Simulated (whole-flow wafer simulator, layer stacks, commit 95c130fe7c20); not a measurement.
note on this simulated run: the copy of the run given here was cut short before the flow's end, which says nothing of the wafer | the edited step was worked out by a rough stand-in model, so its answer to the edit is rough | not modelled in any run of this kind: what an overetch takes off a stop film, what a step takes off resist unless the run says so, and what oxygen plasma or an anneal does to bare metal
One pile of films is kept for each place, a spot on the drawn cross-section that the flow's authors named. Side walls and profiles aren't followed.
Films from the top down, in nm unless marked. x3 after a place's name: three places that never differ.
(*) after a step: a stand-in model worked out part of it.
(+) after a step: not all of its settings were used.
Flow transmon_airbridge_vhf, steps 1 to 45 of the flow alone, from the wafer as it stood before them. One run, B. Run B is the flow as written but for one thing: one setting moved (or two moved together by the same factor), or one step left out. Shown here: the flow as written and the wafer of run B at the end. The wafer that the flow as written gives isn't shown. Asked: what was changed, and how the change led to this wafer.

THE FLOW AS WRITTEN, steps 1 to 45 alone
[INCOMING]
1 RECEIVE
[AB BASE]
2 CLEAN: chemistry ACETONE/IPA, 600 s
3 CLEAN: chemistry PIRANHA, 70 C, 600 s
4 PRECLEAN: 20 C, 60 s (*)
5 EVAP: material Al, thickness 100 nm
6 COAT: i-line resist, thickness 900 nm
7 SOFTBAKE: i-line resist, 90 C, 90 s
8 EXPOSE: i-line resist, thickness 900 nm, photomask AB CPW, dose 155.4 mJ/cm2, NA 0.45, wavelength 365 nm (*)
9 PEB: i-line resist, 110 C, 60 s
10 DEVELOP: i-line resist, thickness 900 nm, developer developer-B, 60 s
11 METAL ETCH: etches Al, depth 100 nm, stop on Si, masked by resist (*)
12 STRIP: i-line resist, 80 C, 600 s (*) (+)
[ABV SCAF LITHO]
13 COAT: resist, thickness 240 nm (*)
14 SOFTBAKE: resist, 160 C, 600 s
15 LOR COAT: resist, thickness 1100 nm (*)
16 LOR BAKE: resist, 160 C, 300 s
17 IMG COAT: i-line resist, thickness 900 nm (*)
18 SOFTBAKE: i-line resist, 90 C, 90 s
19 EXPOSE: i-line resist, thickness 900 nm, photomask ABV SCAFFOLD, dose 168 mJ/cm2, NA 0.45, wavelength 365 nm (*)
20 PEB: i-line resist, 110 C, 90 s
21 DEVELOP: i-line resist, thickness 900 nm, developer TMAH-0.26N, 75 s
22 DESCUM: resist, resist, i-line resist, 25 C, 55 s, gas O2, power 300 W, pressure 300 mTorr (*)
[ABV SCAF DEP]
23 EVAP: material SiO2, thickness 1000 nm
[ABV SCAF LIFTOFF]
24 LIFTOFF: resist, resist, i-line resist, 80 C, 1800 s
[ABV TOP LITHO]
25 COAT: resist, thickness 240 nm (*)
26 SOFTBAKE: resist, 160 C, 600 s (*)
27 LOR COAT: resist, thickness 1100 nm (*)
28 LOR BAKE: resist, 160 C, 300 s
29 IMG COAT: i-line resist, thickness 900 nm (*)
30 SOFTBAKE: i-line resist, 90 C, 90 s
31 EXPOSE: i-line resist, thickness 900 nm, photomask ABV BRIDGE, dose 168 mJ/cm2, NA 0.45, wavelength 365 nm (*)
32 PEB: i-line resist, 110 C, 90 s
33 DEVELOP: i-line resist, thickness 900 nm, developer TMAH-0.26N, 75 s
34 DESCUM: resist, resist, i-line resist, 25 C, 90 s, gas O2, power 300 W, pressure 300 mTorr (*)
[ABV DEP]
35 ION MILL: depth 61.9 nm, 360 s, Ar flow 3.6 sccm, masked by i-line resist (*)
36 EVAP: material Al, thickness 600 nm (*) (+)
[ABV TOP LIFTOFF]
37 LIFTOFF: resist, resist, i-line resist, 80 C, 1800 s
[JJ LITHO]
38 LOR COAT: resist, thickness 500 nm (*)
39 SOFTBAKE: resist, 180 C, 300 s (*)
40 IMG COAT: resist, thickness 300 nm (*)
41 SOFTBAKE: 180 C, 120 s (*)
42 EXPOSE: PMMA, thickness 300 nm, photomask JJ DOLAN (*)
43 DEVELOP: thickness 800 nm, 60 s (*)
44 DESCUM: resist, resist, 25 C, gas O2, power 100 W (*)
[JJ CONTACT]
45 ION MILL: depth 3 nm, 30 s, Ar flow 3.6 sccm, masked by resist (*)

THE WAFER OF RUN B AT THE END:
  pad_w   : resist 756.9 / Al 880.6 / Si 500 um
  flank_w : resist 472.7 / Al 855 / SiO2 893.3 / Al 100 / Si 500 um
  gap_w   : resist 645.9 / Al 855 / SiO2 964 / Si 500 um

The cause: step 36, EVAP: thickness 855 nm was run, where the flow has thickness 600 nm.
It can be read off the wafer: flank_w has Al 855, and step 36 as written asks for 600 nm.

How the change led to this, step by step:
  36 EVAP: material Al, thickness 600 nm (*) (+)
      field x3, jj_line, ground_far and 10 more: Al +855 (new film) (as written it would be: Al +600 (new film))
      pad_w, pad_e: Al +842.5 (as written it would be: Al +591.2)
  37 LIFTOFF: resist, resist, i-line resist, 80 C, 1800 s
      field x3, jj_line, trace_open_s x2: Al -855 (all of it), i-line resist -600 (all of it), resist -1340 (all of it) (as written it would be: Al -600 (all of it), i-line resist -600 (all of it), resist -1340 (all of it))
      margin_s, margin_n: Al -855 (all of it), i-line resist -318.3 (all of it), resist -992 (all of it) (as written it would be: Al -600 (all of it), i-line resist -318.3 (all of it), resist -992 (all of it))
      (and at 1 more place)
  38 LOR COAT: resist, thickness 500 nm (*)
      pad_w, pad_e: resist +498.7 (new film) (as written it would be: resist +517 (new film))
      gap_w, gap_e: resist +440.6 (new film) (as written it would be: resist +450.7 (new film))
      (and at 4 more places)
  40 IMG COAT: resist, thickness 300 nm (*)
      pad_w, pad_e: resist +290 (as written it would be: resist +300.1)
      flank_w, flank_e: resist +203.7 (as written it would be: resist +212.1)
      (and at 4 more places)
